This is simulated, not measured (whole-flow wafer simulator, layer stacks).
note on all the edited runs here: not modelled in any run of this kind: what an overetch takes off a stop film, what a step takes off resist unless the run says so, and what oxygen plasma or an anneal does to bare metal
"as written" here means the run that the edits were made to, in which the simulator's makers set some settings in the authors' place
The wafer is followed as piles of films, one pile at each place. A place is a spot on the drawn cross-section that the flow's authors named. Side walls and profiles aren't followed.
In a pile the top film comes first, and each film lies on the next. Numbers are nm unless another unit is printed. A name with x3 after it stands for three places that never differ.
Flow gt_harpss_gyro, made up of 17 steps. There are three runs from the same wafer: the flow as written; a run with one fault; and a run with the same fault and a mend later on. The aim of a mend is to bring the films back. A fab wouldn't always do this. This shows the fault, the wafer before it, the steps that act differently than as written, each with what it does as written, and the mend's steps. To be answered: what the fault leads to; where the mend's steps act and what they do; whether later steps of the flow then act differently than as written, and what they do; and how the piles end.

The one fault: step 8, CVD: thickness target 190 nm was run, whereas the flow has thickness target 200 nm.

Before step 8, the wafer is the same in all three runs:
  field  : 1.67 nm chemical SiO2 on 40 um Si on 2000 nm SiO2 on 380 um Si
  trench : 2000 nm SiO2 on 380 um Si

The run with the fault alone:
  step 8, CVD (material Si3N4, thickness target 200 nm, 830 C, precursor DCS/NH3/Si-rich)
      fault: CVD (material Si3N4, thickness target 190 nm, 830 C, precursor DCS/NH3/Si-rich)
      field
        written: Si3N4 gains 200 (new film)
        fault: Si3N4 gains 190 (new film)
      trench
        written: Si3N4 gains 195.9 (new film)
        fault: Si3N4 gains 186.2 (new film)
  Later steps of the flow that are run all act as written at every place that is followed.
  At field, trench, the piles at the end differ from the flow's by more than 2% or 0.5 nm, whichever is larger.
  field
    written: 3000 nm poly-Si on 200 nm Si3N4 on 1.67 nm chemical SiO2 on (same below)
    fault: 3000 nm poly-Si on 190 nm Si3N4 on 1.67 nm chemical SiO2 on (same below)
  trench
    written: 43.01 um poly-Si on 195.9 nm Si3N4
    fault: 43.01 um poly-Si on 186.2 nm Si3N4

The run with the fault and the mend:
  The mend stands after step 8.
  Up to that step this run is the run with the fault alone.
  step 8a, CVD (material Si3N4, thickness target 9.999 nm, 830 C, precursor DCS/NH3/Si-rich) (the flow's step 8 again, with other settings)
      field
        Si3N4 gains 10
      trench
        Si3N4 gains 9.73
  Later steps of the flow that are run all act as written at every place that is followed.
  The piles end the same as the flow's at every place that both follow.
